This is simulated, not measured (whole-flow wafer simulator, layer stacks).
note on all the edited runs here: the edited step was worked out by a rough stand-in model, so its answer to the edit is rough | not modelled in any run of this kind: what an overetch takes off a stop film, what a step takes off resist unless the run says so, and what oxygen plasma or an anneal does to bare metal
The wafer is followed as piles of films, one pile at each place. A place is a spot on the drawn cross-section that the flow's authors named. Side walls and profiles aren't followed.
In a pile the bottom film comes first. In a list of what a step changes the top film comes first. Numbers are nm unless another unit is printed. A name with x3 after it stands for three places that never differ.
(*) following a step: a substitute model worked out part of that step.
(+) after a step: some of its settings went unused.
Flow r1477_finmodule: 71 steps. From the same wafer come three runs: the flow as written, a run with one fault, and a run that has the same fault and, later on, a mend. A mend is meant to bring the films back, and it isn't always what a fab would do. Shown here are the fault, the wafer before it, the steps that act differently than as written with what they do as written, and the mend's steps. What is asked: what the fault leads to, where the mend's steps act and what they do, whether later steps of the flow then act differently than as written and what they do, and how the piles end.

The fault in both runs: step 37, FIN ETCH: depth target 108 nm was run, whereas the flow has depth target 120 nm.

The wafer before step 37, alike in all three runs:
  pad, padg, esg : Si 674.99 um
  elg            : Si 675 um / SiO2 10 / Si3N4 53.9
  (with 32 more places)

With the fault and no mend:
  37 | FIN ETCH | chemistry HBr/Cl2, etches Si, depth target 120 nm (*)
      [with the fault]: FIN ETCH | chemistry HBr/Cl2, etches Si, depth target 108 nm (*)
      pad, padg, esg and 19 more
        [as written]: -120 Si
        [with the fault]: -108 Si
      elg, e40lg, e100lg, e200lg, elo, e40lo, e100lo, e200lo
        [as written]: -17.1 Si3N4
        [with the fault]: -15.4 Si3N4
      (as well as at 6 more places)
  Later steps of the flow acting differently than as written (not shown: 6 more steps that differ only slightly, by at most 2% or 0.5 nm, whichever is larger):
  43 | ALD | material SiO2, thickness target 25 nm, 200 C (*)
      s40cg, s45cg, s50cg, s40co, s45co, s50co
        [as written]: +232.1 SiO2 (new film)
        [with the fault]: +221 SiO2 (new film)
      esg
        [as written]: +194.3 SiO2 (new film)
        [with the fault]: +184 SiO2 (new film)
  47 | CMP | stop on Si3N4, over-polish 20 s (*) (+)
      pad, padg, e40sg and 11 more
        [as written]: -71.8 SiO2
        [with the fault]: -83.8 SiO2
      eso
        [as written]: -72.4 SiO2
        [with the fault]: -84.4 SiO2
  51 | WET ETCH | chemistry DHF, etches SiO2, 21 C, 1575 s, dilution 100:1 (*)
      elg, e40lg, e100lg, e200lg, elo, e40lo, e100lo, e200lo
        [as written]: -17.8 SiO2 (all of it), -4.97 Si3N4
        [with the fault]: -16.1 SiO2 (all of it), -5.11 Si3N4
  The piles end different from the flow's at pad, padg, elg and 27 more by more than 2% or 0.5 nm, whichever is larger.
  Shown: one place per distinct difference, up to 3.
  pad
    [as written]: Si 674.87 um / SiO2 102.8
    [with the fault]: Si 674.88 um / SiO2 90.8
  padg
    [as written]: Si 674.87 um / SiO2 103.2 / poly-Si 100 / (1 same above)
    [with the fault]: Si 674.88 um / SiO2 91.3 / poly-Si 100 / (1 same above)
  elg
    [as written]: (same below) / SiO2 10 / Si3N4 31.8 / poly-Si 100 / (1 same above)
    [with the fault]: (same below) / SiO2 10 / Si3N4 33.3 / poly-Si 100 / (1 same above)

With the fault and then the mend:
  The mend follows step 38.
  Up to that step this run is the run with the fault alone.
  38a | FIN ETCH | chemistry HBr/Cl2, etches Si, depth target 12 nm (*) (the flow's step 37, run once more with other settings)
      pad, padg, esg and 19 more
        -12 Si
      elg, e40lg, e100lg, e200lg, elo, e40lo, e100lo, e200lo
        -1.71 Si3N4
      s40sg_line, s45sg_line, s50sg_line, s40so_line, s45so_line, s50so_line
        -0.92 SiO2
  None of the later steps of the flow acts differently than as written at any place that is followed.
  At every place that both follow, the piles at the end match the flow's.
